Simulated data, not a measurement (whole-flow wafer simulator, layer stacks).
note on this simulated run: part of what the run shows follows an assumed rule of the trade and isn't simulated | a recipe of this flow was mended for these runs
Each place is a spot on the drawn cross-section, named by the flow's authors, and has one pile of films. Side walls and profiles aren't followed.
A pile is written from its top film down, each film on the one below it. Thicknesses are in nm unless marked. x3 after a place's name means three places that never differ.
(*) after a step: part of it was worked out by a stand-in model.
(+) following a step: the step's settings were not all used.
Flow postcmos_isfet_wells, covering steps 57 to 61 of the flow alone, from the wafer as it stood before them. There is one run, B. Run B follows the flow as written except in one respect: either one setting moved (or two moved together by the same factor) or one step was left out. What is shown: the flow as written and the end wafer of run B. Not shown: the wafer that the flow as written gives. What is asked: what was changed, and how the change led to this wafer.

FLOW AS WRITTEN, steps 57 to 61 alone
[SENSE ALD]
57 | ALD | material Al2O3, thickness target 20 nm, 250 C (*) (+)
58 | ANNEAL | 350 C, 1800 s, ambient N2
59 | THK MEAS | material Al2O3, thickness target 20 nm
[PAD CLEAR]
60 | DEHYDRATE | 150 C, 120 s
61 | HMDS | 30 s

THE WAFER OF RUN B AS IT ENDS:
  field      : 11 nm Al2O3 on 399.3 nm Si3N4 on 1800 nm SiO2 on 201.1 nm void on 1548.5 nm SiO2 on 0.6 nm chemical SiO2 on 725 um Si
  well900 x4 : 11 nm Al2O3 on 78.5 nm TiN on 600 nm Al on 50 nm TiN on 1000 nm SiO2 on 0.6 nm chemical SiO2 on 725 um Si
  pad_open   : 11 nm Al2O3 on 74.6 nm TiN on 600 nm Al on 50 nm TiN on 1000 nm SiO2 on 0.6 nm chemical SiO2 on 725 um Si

What caused this: step 57, ALD: thickness target 11 nm was run, whereas the flow has thickness target 20 nm.
One can read it off the wafer: field has Al2O3 11, and step 57 as written asks for 20 nm.

Step by step, how the change led to this:
  57 | ALD | material Al2O3, thickness target 20 nm, 250 C (*) (+)
      field, margin x3, well900 x4, pad_open: +11 Al2O3 (new film) (it would be, as written: +20 Al2O3 (new film))
